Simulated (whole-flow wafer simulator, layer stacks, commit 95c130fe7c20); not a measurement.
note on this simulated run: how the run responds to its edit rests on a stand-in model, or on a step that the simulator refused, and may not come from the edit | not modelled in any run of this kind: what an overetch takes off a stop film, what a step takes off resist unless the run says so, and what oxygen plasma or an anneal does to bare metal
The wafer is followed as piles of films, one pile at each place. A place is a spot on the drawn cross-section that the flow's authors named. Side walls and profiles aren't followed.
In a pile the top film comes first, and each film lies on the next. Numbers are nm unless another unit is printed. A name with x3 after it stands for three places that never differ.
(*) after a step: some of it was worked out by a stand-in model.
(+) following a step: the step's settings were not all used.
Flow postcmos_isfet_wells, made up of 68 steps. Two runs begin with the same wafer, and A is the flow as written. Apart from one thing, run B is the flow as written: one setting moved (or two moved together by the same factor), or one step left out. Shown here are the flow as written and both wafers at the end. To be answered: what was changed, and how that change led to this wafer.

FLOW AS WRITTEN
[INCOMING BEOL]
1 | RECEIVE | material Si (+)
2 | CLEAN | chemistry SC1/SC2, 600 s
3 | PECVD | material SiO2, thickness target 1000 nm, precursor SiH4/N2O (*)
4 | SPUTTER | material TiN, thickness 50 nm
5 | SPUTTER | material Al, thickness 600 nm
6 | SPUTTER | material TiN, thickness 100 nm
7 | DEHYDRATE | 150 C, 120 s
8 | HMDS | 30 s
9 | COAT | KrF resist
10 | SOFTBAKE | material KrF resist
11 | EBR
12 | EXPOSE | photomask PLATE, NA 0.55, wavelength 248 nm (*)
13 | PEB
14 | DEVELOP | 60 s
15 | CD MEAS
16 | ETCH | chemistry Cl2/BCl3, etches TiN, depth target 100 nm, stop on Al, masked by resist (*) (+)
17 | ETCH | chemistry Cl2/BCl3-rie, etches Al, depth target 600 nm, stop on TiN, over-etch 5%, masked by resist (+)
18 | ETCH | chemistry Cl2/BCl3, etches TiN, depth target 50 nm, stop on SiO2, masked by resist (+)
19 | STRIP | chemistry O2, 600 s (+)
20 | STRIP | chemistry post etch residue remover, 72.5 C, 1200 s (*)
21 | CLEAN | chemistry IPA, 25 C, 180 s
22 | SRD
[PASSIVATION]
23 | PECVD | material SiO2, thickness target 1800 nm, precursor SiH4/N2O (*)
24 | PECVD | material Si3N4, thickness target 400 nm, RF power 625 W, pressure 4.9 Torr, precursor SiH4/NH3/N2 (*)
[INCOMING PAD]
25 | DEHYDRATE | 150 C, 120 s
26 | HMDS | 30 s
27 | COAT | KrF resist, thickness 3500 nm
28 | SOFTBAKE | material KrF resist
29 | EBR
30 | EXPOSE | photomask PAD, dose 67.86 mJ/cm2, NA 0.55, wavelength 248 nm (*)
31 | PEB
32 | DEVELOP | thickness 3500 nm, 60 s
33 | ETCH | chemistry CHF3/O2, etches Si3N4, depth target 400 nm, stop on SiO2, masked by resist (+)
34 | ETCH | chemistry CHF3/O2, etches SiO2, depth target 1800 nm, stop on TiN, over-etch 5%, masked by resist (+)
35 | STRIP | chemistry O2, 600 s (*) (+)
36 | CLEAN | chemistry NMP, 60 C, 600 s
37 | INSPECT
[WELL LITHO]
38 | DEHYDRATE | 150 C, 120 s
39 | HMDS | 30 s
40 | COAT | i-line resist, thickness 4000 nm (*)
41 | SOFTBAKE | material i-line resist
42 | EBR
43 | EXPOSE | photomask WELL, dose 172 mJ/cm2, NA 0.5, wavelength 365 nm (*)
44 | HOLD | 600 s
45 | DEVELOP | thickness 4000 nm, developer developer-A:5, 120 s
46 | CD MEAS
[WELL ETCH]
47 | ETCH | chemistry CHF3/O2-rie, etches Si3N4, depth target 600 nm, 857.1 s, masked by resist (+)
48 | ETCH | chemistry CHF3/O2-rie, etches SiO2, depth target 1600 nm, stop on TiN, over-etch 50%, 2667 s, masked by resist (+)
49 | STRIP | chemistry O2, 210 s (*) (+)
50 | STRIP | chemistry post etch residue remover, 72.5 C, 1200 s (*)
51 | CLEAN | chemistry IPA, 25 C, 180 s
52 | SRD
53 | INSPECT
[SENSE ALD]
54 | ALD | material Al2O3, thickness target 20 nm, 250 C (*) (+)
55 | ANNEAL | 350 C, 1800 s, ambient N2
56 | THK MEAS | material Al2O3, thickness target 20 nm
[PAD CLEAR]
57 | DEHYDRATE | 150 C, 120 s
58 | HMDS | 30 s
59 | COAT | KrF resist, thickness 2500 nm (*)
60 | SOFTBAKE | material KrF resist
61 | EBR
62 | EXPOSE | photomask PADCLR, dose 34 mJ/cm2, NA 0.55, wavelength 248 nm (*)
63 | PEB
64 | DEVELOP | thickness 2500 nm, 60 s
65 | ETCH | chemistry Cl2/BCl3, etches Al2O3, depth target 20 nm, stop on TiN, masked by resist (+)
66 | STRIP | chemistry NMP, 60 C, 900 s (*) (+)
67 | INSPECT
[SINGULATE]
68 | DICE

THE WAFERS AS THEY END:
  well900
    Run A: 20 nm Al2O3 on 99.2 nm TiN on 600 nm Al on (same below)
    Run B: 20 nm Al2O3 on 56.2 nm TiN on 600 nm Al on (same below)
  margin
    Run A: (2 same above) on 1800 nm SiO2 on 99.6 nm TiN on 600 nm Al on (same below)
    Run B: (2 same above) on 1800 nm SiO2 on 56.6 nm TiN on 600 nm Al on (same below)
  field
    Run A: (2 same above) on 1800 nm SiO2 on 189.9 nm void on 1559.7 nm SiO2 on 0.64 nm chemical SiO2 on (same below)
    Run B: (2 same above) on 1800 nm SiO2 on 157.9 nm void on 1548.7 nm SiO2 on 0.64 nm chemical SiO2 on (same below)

The reason: step 6, SPUTTER: thickness 57 nm was run, whereas the flow has thickness 100 nm.

Step by step, how the change led to this:
  6 | SPUTTER | material TiN, thickness 100 nm
      field, margin, well900, well1300 x3, pad_rim, pad_clr, pad_open: A TiN gains 100 (new film) | B TiN gains 57 (new film)
  16 | ETCH | chemistry Cl2/BCl3, etches TiN, depth target 100 nm, stop on Al, masked by resist (*) (+)
      margin, well900, well1300 x3, pad_rim, pad_clr, pad_open: A KrF resist loses 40 | B KrF resist loses 34.2
      field: A TiN loses 100 (all of it) | B TiN loses 57 (all of it)
  23 | PECVD | material SiO2, thickness target 1800 nm, precursor SiH4/N2O (*)
      field: A SiO2 gains 1800 (new film), void gains 189.9 (new film), SiO2 gains 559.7 | B SiO2 gains 1800 (new film), void gains 157.9 (new film), SiO2 gains 548.7
